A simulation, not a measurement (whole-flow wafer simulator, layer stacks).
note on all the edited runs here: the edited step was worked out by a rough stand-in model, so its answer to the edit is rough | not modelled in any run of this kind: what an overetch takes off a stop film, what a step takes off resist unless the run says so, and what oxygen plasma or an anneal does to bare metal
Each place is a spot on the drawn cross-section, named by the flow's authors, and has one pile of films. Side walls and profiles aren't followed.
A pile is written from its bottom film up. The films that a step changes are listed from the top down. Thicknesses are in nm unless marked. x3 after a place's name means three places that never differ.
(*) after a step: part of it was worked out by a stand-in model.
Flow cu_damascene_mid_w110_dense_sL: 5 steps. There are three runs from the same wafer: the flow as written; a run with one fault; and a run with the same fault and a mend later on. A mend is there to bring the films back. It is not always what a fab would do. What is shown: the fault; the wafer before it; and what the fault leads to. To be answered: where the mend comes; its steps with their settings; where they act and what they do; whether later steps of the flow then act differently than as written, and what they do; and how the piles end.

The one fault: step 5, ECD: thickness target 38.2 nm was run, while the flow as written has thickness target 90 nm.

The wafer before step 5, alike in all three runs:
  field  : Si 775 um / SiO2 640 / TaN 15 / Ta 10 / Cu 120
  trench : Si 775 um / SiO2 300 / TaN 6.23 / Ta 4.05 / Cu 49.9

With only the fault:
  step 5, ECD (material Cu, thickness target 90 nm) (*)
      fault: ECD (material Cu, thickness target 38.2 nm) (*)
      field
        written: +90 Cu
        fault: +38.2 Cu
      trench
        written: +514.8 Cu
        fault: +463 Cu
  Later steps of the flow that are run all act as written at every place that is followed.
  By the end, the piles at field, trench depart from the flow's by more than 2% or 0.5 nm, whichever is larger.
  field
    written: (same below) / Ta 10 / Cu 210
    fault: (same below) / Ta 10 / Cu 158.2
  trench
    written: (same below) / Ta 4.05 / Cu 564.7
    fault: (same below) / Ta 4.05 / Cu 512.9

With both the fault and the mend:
  The mend follows step 5.
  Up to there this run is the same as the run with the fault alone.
  step 5a, ECD (material Cu, thickness target 51.8 nm) (the flow's step 5, run once more with other settings)
      field, trench
        +51.8 Cu
  Later steps of the flow that are run all act as written at every place that is followed.
  The piles end the same as the flow's at every place that both follow.
